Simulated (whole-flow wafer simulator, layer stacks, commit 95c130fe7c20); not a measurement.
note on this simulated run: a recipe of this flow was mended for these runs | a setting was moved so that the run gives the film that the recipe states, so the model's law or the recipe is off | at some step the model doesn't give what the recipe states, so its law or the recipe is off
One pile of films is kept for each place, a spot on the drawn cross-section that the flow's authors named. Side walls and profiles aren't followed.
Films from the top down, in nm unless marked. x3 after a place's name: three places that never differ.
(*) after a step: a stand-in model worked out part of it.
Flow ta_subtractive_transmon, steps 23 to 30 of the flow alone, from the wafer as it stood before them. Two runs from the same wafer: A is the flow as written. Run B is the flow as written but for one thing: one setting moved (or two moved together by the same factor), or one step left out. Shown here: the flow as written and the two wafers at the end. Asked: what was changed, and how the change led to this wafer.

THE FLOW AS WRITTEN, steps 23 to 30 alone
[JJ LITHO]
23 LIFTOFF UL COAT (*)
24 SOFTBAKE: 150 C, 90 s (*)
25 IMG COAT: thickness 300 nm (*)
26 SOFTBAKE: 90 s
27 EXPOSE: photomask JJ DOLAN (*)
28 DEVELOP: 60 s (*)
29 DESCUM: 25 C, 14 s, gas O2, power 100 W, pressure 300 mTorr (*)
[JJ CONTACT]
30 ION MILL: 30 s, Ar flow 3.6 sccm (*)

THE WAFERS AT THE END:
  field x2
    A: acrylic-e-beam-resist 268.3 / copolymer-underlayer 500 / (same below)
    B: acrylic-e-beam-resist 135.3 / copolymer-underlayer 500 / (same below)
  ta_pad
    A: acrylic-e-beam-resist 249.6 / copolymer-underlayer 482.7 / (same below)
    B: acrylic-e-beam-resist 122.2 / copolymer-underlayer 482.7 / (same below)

The cause: step 25, IMG COAT: thickness 167 nm was run, where the flow has thickness 300 nm.

How the change led to this, step by step:
  25 IMG COAT: thickness 300 nm (*)
      field x2, jj_line: A acrylic-e-beam-resist +300 (new film) | B acrylic-e-beam-resist +167 (new film)
      lead: A acrylic-e-beam-resist +312.5 (new film) | B acrylic-e-beam-resist +175.6 (new film)
      (and at 2 more places)
  28 DEVELOP: 60 s (*)
      jj_line: A acrylic-e-beam-resist -300 (all of it), copolymer-underlayer -500 (all of it) | B acrylic-e-beam-resist -167 (all of it), copolymer-underlayer -500 (all of it)
      lead: A acrylic-e-beam-resist -312.5 (all of it), copolymer-underlayer -554.7 (all of it) | B acrylic-e-beam-resist -175.6 (all of it), copolymer-underlayer -554.7 (all of it)
      (and at 1 more place)
